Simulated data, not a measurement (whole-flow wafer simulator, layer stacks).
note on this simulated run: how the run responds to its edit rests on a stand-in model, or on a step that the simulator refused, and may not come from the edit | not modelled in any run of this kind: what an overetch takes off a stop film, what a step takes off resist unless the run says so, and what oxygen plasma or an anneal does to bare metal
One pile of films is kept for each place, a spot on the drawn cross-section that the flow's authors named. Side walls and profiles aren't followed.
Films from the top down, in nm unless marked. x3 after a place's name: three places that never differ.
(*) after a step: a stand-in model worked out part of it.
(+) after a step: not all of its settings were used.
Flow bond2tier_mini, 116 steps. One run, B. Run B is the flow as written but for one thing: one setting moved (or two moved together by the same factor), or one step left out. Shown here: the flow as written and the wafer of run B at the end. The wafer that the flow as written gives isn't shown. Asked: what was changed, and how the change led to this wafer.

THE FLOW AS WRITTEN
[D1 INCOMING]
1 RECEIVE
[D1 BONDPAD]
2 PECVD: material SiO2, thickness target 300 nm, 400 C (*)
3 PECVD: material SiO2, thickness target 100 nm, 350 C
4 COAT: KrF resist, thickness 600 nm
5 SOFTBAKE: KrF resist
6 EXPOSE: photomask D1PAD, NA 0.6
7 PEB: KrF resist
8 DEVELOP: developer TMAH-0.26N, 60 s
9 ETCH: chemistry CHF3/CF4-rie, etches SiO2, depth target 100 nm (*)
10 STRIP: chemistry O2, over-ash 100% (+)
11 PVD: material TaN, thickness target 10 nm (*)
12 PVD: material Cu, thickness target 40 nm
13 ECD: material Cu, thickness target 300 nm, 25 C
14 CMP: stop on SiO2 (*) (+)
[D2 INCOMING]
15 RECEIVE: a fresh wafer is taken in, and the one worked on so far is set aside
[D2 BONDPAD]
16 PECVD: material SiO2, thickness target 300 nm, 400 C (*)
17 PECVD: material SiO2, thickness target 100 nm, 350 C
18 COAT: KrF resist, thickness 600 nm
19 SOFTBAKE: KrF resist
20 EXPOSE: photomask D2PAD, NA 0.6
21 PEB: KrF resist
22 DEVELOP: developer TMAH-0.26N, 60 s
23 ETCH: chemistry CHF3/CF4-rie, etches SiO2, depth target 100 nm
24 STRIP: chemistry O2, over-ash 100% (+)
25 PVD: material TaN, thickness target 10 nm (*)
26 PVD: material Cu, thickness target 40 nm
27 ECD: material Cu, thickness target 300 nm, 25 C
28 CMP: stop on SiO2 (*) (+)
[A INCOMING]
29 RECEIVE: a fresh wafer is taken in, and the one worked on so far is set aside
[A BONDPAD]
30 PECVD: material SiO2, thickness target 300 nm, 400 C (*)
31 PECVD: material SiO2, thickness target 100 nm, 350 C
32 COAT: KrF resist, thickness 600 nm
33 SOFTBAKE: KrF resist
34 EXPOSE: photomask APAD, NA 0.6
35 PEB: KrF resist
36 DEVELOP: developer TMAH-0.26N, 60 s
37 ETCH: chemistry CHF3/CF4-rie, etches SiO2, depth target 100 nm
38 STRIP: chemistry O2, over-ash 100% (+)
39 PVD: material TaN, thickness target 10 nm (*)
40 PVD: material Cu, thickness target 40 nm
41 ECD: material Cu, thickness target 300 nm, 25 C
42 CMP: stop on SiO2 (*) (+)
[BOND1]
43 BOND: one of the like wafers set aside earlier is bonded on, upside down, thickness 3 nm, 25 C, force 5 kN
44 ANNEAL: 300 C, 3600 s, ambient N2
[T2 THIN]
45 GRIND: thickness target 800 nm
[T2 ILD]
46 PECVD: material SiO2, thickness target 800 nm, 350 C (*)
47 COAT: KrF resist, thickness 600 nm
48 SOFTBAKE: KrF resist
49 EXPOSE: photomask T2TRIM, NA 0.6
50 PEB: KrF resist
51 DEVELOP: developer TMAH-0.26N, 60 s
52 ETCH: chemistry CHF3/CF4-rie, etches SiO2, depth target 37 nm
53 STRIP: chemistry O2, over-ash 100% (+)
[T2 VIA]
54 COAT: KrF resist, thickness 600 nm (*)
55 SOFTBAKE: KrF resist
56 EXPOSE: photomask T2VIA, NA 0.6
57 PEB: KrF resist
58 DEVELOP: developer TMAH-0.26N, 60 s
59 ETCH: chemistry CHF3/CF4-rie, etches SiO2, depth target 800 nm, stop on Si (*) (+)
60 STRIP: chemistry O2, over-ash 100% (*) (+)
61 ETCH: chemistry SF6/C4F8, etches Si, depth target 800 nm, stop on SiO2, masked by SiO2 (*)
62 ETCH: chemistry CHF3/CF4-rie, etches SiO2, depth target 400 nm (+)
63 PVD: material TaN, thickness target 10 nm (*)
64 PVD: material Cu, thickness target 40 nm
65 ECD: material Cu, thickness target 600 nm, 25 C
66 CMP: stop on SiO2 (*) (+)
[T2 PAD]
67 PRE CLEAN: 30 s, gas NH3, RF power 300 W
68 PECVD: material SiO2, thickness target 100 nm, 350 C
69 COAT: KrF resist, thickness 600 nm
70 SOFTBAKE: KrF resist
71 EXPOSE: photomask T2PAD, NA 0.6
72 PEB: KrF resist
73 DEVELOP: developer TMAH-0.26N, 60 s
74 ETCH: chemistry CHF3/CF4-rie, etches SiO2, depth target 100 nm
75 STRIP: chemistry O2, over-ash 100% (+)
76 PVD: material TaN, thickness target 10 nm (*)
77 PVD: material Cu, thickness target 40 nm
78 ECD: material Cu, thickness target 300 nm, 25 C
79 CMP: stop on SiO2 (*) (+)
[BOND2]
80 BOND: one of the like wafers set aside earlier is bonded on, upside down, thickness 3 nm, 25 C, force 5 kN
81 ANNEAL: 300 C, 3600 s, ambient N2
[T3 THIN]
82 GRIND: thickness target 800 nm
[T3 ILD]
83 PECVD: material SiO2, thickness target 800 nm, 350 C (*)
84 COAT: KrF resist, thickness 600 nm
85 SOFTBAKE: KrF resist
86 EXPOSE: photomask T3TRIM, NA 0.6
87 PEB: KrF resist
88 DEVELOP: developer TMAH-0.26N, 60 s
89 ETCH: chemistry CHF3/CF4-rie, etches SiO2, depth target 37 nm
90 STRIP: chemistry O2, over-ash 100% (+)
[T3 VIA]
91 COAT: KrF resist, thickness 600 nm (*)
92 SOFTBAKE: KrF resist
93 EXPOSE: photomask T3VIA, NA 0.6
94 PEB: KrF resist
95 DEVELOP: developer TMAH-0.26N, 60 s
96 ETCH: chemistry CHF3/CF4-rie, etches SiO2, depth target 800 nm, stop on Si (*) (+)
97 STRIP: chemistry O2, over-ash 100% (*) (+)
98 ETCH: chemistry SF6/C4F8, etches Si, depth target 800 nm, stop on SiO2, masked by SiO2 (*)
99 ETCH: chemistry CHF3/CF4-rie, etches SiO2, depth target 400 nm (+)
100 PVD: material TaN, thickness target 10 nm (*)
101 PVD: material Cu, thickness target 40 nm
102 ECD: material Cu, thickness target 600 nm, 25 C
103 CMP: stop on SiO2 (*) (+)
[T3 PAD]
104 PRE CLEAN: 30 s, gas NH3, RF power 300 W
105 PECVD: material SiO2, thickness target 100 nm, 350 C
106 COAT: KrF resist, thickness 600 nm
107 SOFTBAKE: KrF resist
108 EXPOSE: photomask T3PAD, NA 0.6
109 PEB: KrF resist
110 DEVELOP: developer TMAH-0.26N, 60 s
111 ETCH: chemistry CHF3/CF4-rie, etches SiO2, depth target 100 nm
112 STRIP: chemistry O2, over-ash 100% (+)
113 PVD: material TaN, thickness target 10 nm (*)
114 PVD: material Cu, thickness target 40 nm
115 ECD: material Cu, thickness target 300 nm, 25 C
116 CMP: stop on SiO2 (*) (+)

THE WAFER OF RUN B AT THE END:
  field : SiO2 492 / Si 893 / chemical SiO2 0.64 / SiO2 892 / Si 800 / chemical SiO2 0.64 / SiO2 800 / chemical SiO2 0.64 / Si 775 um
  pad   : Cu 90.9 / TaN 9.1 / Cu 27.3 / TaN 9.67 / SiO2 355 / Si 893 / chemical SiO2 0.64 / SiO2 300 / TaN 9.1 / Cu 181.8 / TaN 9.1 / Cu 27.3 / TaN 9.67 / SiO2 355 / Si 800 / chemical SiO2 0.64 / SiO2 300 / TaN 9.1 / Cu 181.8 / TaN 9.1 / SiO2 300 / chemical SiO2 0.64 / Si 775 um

The cause: step 82, GRIND: thickness target 893 nm was run, where the flow has thickness target 800 nm.
It can be read off the wafer: field has Si 893, and step 82 as written asks for 800 nm.

How the change led to this, step by step:
  82 GRIND: thickness target 800 nm
      field, pad: Si -774.11 um (as written it would be: Si -774.2 um)
